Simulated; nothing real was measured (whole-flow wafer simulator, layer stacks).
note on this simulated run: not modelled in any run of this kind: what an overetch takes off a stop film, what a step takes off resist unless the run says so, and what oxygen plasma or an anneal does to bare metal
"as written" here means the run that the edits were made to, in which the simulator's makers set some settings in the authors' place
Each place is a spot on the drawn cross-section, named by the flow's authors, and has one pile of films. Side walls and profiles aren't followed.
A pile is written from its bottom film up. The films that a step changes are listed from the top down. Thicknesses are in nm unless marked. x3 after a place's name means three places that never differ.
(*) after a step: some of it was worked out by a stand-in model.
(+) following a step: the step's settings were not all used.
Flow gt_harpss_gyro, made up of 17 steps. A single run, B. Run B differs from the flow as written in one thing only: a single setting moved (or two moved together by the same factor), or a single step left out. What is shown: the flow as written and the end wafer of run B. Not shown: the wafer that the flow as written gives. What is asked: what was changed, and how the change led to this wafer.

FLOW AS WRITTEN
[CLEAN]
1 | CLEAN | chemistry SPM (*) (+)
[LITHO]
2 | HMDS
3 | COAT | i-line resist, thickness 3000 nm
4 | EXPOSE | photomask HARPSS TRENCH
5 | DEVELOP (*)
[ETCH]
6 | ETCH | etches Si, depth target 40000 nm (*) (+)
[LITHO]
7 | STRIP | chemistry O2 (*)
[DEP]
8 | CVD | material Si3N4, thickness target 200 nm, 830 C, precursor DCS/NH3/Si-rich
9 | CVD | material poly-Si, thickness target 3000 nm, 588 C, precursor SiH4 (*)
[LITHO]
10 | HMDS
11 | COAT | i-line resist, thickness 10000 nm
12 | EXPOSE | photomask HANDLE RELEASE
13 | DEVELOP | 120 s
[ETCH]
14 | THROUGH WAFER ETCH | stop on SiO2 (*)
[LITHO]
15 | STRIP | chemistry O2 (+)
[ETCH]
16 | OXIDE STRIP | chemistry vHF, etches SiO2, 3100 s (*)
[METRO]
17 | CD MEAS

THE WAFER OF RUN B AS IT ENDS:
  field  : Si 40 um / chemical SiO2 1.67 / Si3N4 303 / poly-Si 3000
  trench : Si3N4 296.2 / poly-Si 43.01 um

Cause: step 8, CVD: thickness target 303 nm was run, whereas the flow has thickness target 200 nm.
The wafer lets one read it off: field has Si3N4 303, and step 8 as written asks for 200 nm.

The path from the change to this, step by step:
  8 | CVD | material Si3N4, thickness target 200 nm, 830 C, precursor DCS/NH3/Si-rich
      field: Si3N4 gains 303 (new film) (in the flow as written it would be: Si3N4 gains 200 (new film))
      trench: Si3N4 gains 296.2 (new film) (in the flow as written it would be: Si3N4 gains 195.9 (new film))
